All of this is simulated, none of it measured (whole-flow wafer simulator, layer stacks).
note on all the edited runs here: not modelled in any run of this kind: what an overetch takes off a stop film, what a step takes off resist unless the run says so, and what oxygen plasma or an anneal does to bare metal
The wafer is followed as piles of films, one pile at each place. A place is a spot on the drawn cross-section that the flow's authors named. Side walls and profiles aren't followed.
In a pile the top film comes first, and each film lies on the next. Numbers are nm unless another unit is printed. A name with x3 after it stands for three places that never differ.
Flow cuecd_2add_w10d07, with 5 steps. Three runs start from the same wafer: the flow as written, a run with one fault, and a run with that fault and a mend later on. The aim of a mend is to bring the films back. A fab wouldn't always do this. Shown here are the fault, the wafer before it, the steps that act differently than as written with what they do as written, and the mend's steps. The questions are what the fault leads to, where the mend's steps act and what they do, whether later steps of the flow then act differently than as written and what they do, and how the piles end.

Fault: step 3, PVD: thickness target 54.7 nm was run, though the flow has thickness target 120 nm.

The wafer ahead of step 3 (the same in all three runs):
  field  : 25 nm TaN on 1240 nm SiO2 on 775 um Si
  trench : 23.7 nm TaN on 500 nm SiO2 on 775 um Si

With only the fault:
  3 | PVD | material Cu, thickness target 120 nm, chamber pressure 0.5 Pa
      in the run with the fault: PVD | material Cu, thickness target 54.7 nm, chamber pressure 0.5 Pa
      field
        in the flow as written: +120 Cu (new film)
        in the run with the fault: +54.7 Cu (new film)
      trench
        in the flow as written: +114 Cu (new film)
        in the run with the fault: +51.9 Cu (new film)
  Later steps of the flow that are run all act as written at every place that is followed.
  The piles end different from the flow's at field, trench by more than 2% or 0.5 nm, whichever is larger.
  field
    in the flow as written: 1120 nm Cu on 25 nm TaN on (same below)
    in the run with the fault: 1054.7 nm Cu on 25 nm TaN on (same below)
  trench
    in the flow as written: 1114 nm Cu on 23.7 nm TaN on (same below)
    in the run with the fault: 1051.9 nm Cu on 23.7 nm TaN on (same below)

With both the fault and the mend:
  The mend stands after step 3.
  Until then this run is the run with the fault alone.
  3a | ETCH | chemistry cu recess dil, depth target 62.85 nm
      field
        -54.7 Cu (all of it)
      trench
        -51.9 Cu (all of it)
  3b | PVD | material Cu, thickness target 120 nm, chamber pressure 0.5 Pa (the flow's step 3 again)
      field
        +120 Cu (new film)
      trench
        +114 Cu (new film)
  Later steps of the flow that are run all act as written at every place that is followed.
  By the end, the piles equal the flow's at every place that both follow.
